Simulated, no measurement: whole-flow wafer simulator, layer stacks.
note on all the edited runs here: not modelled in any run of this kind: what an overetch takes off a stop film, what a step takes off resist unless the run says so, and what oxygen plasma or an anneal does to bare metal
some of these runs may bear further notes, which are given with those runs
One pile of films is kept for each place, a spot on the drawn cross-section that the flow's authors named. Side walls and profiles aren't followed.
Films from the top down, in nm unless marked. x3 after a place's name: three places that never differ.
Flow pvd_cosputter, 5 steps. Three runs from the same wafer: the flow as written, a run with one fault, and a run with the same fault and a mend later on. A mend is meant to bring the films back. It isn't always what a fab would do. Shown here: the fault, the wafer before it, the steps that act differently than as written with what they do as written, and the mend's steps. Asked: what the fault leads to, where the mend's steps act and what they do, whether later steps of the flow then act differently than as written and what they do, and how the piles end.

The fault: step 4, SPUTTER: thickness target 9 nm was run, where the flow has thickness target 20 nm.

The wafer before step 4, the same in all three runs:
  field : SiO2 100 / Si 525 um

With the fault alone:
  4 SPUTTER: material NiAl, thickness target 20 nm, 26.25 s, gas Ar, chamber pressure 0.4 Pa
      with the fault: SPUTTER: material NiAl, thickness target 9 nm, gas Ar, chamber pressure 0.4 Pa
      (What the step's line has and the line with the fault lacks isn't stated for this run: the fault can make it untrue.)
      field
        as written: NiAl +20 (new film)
        with the fault: NiAl +9 (new film)
  No later step of the flow acts differently than as written at any place that is followed.
  At the end the piles differ from the flow's by more than 2% or 0.5 nm, whichever is larger, at field.
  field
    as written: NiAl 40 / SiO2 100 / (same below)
    with the fault: NiAl 29 / SiO2 100 / (same below)

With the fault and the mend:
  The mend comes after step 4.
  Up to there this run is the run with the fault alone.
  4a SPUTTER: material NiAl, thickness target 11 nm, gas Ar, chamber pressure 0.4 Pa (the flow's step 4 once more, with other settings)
      field
        NiAl +11
  No later step of the flow acts differently than as written at any place that is followed.
  At the end the piles are the same as the flow's at every place that both follow.
